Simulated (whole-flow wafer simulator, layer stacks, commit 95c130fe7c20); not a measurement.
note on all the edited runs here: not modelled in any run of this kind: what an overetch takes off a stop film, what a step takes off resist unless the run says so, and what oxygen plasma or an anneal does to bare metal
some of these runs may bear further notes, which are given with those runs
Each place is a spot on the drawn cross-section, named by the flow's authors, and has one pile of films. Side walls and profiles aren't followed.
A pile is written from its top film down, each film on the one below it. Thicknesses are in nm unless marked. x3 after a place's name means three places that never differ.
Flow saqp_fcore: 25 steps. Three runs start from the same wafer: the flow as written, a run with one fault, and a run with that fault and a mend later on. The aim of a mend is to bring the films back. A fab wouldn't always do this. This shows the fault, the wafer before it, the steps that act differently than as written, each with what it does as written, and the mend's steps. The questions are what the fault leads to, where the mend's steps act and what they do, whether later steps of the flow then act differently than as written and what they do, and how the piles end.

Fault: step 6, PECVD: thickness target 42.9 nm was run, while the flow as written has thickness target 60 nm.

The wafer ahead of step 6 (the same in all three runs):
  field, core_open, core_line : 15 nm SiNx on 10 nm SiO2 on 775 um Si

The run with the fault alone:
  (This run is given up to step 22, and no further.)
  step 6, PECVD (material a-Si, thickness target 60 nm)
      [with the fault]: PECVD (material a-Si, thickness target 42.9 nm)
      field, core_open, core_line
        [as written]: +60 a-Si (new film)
        [with the fault]: +42.9 a-Si (new film)
  Every later step of the flow up to step 22 that is run acts as written at every place that is followed.
  The piles after step 22 differ from the flow's at field, core_open, core_line by more than 2% or 0.5 nm, whichever is larger.
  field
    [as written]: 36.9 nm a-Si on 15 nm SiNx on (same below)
    [with the fault]: 19.8 nm a-Si on 15 nm SiNx on (same below)
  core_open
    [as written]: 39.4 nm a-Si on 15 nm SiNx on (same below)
    [with the fault]: 22.3 nm a-Si on 15 nm SiNx on (same below)
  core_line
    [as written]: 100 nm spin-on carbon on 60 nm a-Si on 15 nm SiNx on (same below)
    [with the fault]: 100 nm spin-on carbon on 42.9 nm a-Si on 15 nm SiNx on (same below)

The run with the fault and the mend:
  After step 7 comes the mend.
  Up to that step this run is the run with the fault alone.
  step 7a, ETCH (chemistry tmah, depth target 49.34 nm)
      field, core_open, core_line
        -42.9 a-Si (all of it)
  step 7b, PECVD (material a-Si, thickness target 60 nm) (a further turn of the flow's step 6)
      field, core_open, core_line
        +60 a-Si (new film)
  Every later step of the flow that is run acts as written at every place that is followed.
  At every place that both follow, the piles at the end match the flow's.
